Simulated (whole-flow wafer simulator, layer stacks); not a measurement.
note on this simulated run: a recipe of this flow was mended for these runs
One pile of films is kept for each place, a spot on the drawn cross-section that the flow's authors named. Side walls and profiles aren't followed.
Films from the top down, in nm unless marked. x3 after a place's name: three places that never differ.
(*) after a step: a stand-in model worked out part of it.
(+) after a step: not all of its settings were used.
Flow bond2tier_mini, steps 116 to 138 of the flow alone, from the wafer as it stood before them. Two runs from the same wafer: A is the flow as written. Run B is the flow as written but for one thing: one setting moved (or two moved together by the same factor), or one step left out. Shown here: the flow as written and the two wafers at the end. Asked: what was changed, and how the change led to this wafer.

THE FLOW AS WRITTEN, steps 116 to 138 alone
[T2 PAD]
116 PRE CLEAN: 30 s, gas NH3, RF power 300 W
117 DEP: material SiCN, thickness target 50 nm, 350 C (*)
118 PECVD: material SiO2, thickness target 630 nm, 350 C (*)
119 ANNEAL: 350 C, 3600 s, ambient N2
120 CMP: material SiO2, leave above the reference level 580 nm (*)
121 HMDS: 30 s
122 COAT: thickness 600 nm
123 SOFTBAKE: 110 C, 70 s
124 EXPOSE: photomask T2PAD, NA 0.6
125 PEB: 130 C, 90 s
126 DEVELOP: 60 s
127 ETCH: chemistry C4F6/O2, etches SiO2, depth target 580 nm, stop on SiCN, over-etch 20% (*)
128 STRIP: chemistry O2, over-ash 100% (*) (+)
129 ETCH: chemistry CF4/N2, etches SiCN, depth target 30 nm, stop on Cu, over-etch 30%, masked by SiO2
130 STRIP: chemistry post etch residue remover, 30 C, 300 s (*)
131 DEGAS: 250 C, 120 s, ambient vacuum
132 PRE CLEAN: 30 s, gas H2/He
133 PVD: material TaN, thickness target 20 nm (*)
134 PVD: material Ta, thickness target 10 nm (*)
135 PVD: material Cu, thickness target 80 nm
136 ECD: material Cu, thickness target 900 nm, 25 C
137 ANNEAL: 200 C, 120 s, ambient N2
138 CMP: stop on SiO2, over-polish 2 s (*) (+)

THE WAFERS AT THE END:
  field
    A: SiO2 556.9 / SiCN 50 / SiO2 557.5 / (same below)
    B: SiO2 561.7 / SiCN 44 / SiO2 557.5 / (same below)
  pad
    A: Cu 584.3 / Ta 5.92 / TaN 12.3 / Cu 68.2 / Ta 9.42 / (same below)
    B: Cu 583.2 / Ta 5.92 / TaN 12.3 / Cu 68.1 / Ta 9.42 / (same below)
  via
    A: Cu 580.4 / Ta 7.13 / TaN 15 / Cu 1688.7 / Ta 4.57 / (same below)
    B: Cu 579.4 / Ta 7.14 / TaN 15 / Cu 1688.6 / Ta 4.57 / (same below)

The cause: step 117, DEP: thickness target 44 nm was run, where the flow has thickness target 50 nm.
It can be read off the wafer: field has SiCN 44, and step 117 as written asks for 50 nm.

How the change led to this, step by step:
  117 DEP: material SiCN, thickness target 50 nm, 350 C (*)
      field, pad, via: A SiCN +50 (new film) | B SiCN +44 (new film)
  129 ETCH: chemistry CF4/N2, etches SiCN, depth target 30 nm, stop on Cu, over-etch 30%, masked by SiO2
      pad, via: A SiCN -30.4 (all of it), Cu -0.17 | B SiCN -24.4 (all of it), Cu -0.29
      field: A SiO2 -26 | B SiO2 -21.2
